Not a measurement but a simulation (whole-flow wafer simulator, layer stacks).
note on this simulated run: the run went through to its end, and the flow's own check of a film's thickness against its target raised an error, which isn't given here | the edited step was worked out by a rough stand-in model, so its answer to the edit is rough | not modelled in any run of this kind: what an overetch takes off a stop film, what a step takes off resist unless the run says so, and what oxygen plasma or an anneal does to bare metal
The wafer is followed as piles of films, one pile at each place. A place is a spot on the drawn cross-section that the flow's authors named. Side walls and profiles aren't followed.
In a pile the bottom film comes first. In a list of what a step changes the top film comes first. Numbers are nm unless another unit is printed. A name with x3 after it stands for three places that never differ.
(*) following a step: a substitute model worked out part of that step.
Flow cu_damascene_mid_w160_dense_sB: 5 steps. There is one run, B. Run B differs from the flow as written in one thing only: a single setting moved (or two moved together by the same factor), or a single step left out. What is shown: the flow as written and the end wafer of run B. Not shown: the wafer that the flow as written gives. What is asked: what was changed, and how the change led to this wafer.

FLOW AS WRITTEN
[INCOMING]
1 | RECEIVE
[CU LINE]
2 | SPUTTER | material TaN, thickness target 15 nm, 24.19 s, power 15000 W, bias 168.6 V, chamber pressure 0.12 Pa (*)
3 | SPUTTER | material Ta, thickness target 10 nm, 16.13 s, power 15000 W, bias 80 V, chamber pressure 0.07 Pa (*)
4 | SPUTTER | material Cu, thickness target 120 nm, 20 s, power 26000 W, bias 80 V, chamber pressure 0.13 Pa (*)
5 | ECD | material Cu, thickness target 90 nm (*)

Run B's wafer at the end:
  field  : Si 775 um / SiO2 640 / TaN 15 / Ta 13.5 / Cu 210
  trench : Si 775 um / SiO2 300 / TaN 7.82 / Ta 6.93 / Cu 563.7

Cause: step 3, SPUTTER: thickness target 13.5 nm was run, while the flow as written has thickness target 10 nm; step 3, SPUTTER: 21.78 s was run, where the flow has 16.13 s.
The wafer itself shows it: field has Ta 13.5, and step 3 as written asks for 10 nm.

Step by step, how the change led to this:
  3 | SPUTTER | material Ta, thickness target 10 nm, 16.13 s, power 15000 W, bias 80 V, chamber pressure 0.07 Pa (*)
      field: +13.5 Ta (new film) (in the flow as written it would be: +10 Ta (new film))
      trench: +6.93 Ta (new film) (in the flow as written it would be: +5.14 Ta (new film))
